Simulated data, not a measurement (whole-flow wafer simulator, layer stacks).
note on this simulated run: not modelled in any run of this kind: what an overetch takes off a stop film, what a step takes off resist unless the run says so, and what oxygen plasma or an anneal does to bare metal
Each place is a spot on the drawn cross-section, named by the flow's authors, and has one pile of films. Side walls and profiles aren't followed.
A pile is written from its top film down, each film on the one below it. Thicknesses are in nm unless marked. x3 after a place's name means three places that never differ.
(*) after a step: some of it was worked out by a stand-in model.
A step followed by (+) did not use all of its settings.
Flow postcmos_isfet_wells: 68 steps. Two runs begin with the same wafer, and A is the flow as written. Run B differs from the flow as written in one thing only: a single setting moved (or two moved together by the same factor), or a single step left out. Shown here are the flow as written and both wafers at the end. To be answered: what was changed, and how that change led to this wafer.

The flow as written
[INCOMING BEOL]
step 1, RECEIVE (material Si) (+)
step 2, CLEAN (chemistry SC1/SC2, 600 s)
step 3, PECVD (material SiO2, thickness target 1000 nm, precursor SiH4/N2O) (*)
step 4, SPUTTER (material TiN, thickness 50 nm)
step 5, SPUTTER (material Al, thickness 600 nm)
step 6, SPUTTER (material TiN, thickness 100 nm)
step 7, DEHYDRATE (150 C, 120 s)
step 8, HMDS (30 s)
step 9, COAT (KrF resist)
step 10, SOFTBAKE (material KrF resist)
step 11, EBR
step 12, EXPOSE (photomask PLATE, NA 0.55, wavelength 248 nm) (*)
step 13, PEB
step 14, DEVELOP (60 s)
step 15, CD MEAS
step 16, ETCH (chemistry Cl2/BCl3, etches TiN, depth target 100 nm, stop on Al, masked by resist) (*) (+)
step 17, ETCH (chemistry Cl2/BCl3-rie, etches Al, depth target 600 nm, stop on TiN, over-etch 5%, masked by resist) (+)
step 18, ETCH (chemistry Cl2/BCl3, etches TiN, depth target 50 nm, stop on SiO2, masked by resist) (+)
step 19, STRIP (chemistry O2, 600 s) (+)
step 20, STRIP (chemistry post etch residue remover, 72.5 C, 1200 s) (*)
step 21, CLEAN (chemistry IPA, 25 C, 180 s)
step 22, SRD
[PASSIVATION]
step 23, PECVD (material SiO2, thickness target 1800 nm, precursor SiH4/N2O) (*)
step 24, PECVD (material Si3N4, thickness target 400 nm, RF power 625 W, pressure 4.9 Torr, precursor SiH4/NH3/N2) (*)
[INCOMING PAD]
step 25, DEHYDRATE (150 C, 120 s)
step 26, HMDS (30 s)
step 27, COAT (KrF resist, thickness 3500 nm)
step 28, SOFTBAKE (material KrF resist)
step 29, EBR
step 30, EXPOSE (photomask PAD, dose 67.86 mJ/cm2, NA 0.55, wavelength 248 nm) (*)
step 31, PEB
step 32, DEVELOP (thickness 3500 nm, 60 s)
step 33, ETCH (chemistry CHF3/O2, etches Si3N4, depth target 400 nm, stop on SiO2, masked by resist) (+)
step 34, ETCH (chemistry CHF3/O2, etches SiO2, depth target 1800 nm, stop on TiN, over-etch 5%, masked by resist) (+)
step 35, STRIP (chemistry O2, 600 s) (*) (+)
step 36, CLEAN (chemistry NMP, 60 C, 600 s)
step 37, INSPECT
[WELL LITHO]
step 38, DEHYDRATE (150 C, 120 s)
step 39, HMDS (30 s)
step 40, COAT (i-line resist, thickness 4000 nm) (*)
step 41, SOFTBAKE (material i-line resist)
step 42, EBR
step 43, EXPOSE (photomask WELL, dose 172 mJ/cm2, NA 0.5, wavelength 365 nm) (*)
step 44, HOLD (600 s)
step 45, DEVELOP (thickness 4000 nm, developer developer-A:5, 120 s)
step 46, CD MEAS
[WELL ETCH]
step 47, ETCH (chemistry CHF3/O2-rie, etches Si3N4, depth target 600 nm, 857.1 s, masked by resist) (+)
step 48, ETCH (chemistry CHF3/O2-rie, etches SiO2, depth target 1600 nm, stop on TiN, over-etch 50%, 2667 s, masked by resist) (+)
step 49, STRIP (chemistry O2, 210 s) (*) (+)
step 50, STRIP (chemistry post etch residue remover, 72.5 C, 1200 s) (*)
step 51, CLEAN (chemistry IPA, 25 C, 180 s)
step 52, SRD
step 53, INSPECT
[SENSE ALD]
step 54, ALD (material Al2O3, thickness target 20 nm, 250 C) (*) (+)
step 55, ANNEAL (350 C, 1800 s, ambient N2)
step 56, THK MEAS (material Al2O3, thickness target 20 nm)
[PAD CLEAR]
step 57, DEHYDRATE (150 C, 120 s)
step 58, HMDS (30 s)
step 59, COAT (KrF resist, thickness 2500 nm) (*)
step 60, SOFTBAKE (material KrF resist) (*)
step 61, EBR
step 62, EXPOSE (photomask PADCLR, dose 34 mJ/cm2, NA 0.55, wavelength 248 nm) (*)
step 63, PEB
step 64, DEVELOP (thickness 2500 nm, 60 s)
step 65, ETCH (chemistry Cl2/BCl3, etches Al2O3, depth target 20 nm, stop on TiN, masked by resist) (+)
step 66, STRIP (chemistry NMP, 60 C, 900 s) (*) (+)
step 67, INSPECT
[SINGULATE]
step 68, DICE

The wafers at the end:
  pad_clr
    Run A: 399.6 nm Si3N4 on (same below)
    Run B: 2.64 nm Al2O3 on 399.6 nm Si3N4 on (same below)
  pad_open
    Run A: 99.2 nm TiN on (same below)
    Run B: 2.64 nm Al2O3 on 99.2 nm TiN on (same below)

What caused this: step 65, ETCH: depth target 17.36 nm was run, while the flow as written has depth target 20 nm.

How this came from the change, step by step:
  step 65, ETCH (chemistry Cl2/BCl3, etches Al2O3, depth target 20 nm, stop on TiN, masked by resist) (+)
      pad_clr, pad_open: A -20 Al2O3 (all of it) | B -17.4 Al2O3
      field, margin, pad_rim: A -25 KrF resist | B -21.7 KrF resist
